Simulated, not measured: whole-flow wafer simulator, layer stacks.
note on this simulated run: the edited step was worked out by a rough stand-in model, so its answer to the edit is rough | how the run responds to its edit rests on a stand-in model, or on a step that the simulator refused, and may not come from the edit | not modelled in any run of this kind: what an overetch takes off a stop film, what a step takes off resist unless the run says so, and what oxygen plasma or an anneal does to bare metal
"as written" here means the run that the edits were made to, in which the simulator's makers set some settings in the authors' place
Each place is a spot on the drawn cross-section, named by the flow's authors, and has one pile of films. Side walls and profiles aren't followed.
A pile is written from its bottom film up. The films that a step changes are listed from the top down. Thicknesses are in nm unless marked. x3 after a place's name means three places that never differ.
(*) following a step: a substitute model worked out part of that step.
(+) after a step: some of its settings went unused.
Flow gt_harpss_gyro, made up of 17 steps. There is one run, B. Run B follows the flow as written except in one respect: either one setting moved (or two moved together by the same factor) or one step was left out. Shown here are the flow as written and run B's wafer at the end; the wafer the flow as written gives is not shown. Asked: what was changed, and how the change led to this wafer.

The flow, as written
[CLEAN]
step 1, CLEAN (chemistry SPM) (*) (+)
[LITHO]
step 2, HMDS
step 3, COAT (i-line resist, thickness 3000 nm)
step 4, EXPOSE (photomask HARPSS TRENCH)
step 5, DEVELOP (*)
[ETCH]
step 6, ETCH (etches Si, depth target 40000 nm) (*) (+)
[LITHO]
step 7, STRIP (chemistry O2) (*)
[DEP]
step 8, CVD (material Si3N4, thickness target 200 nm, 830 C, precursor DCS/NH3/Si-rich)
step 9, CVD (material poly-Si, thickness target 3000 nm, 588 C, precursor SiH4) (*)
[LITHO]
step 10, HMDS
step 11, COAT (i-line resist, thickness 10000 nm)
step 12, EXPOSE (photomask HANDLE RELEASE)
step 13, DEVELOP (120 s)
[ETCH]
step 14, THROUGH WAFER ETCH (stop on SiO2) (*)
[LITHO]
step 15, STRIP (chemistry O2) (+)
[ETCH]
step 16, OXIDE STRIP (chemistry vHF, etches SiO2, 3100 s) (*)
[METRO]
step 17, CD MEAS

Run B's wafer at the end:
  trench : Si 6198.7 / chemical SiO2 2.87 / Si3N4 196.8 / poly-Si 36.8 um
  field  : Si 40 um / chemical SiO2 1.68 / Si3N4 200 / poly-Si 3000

What caused this: step 6, ETCH: depth target 33800 nm was run, though the flow has depth target 40000 nm.

The path from the change to this, step by step:
  step 6, ETCH (etches Si, depth target 40000 nm) (*) (+)
      trench: -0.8 chemical SiO2 (all of it), -33.8 um Si (it would be, as written: -0.8 chemical SiO2 (all of it), -40 um Si (all of it))
      field: -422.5 i-line resist (it would be, as written: -500 i-line resist)
  step 7, STRIP (chemistry O2) (*)
      trench: +2.87 chemical SiO2 (new film), -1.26 Si (it would be, as written: nothing)
      field: -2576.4 i-line resist (all of it), +0.88 chemical SiO2, -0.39 Si (it would be, as written: -2498.9 i-line resist (all of it), +0.87 chemical SiO2, -0.38 Si)
  step 9, CVD (material poly-Si, thickness target 3000 nm, 588 C, precursor SiH4) (*)
      trench: +36.8 um poly-Si (new film) (it would be, as written: +43.01 um poly-Si (new film))
